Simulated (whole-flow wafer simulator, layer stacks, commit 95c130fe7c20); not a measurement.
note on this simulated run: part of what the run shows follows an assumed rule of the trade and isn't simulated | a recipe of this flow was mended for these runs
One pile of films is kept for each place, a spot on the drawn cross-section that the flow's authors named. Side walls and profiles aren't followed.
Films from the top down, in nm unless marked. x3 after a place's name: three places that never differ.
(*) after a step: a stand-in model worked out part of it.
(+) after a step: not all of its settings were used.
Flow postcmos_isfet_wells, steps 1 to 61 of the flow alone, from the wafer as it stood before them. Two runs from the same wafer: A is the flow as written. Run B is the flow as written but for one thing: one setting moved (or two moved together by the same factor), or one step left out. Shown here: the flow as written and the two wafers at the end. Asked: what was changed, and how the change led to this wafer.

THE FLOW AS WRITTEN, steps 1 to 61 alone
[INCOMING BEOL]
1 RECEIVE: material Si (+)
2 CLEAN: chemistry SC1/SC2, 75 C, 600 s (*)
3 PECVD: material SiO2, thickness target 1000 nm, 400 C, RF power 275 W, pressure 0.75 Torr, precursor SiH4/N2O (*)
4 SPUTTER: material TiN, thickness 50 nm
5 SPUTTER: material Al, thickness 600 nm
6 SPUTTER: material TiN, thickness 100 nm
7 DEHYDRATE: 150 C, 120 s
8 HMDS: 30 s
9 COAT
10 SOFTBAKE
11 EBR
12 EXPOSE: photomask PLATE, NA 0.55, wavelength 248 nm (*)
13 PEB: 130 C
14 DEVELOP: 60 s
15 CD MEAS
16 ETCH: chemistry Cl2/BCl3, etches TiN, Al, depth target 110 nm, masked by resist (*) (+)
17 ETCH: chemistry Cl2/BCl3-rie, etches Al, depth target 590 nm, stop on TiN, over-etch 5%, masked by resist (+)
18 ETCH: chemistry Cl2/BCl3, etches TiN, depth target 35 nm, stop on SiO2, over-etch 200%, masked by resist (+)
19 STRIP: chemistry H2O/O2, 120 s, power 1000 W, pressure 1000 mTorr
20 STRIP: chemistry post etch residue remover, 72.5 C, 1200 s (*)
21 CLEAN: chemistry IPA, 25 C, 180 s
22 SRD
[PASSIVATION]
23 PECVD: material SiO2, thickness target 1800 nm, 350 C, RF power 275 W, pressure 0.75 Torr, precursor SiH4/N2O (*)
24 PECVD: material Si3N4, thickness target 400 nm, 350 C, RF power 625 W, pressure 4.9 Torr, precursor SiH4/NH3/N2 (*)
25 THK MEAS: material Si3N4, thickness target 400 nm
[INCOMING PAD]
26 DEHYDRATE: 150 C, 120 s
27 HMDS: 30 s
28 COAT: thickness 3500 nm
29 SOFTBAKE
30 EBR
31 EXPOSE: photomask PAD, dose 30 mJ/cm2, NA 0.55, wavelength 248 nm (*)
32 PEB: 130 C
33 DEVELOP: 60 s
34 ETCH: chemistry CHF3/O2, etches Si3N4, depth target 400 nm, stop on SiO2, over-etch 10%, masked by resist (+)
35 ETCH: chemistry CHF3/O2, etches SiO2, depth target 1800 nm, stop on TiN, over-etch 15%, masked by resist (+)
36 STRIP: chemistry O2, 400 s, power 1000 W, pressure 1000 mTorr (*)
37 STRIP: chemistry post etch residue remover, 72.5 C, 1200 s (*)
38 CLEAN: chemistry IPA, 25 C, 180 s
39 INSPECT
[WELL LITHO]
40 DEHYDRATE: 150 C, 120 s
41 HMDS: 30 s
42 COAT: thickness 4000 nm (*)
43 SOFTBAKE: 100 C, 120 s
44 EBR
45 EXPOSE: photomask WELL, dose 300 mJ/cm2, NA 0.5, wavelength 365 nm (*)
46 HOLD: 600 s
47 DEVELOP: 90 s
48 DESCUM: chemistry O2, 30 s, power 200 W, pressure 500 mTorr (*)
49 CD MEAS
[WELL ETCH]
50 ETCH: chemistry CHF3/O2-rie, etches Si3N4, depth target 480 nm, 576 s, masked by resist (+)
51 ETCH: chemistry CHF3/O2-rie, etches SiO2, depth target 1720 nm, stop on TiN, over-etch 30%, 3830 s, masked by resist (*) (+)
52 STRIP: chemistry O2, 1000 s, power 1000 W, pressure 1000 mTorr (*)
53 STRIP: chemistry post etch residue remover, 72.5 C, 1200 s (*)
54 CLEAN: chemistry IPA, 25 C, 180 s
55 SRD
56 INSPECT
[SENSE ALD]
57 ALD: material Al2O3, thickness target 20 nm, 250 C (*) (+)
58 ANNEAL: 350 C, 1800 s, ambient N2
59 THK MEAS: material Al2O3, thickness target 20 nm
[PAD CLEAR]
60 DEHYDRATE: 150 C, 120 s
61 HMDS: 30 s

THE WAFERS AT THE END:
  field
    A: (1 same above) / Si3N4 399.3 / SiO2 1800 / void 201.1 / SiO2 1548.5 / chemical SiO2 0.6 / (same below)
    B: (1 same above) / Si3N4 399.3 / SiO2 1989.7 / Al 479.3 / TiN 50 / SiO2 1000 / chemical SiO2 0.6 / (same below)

The cause: step 17, ETCH: chemistry Cl2/BCl3-rie, etches Al, depth target 590 nm, stop on TiN, over-etch 5%, masked by resist (+), was left out.

How the change led to this, step by step:
  18 ETCH: chemistry Cl2/BCl3, etches TiN, depth target 35 nm, stop on SiO2, over-etch 200%, masked by resist (+)
      field: A TiN -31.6 (all of it), SiO2 -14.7 | B Al -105
      margin, well900, well1300, well2000, well3000, pad_rim, pad_clr, pad_open: A thick-KrF-resist -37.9 | B thick-KrF-resist -42
  19 STRIP: chemistry H2O/O2, 120 s, power 1000 W, pressure 1000 mTorr
      margin, well900, well1300, well2000, well3000, pad_rim, pad_clr, pad_open: A thick-KrF-resist -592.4 (all of it) | B thick-KrF-resist -898 (all of it)
  20 STRIP: chemistry post etch residue remover, 72.5 C, 1200 s (*)
      field: A nothing | B Al -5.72
  23 PECVD: material SiO2, thickness target 1800 nm, 350 C, RF power 275 W, pressure 0.75 Torr, precursor SiH4/N2O (*)
      field: A SiO2 +1800 (new film), void +201.1 (new film), SiO2 +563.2 | B SiO2 +1989.7 (new film)
Counting metal films that touch as one body, field has 1 body; the flow as written gives 0 bodies.
